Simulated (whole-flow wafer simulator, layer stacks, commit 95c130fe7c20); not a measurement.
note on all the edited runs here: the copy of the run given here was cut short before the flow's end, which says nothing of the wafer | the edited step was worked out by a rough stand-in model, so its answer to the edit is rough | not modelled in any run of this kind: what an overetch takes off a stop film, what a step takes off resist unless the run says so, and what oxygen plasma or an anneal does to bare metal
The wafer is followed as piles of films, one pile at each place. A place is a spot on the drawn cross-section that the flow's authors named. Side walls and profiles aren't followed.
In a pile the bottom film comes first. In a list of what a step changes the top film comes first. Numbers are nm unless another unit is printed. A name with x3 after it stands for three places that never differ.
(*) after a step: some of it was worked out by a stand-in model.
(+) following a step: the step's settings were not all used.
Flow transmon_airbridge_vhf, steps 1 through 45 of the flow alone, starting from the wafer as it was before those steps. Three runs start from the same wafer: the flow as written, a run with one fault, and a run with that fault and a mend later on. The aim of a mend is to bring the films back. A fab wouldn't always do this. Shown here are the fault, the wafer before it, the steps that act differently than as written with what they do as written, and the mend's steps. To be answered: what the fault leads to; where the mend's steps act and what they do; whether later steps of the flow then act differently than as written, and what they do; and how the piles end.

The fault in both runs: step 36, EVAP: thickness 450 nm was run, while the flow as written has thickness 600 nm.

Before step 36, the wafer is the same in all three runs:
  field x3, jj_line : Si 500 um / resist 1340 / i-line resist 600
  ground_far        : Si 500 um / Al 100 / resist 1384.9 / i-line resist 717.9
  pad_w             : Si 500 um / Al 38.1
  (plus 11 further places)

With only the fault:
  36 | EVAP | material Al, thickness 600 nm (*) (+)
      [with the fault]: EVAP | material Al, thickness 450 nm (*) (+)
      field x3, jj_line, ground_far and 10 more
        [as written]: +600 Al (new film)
        [with the fault]: +450 Al (new film)
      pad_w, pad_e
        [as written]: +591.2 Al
        [with the fault]: +443.4 Al
  Later steps of the flow acting differently than as written:
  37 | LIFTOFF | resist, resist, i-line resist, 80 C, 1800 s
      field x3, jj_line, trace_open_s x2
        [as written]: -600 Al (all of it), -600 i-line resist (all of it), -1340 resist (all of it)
        [with the fault]: -450 Al (all of it), -600 i-line resist (all of it), -1340 resist (all of it)
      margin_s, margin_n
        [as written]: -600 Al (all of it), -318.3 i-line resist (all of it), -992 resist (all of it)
        [with the fault]: -450 Al (all of it), -318.3 i-line resist (all of it), -992 resist (all of it)
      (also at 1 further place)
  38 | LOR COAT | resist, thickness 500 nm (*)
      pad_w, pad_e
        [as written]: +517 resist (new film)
        [with the fault]: +529.8 resist (new film)
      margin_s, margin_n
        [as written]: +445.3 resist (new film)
        [with the fault]: +432.4 resist (new film)
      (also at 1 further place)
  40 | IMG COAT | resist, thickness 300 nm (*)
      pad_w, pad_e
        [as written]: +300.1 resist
        [with the fault]: +306.7 resist
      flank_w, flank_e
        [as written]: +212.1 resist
        [with the fault]: +217 resist
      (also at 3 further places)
  The piles end different from the flow's at pad_w, flank_w, gap_w and 7 more by more than 2% or 0.5 nm, whichever is larger.
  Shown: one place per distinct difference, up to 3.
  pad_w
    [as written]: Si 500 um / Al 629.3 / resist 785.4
    [with the fault]: Si 500 um / Al 481.5 / resist 804.7
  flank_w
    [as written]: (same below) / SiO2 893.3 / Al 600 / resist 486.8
    [with the fault]: (same below) / SiO2 893.3 / Al 450 / resist 495.4
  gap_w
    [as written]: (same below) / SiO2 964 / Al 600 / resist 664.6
    [with the fault]: (same below) / SiO2 964 / Al 450 / resist 675.8

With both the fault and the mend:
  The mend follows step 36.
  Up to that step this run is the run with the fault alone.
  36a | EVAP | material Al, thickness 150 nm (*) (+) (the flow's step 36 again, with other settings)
      field x3, jj_line, ground_far and 10 more
        +150 Al
      pad_w, pad_e
        +147.8 Al
  Later steps of the flow that are run all act as written at every place that is followed, up to a difference of at most 2% or 0.5 nm, whichever is larger.
  The piles end only slightly different from the flow's at the places that both follow, by no more than 2% or 0.5 nm, whichever is larger.
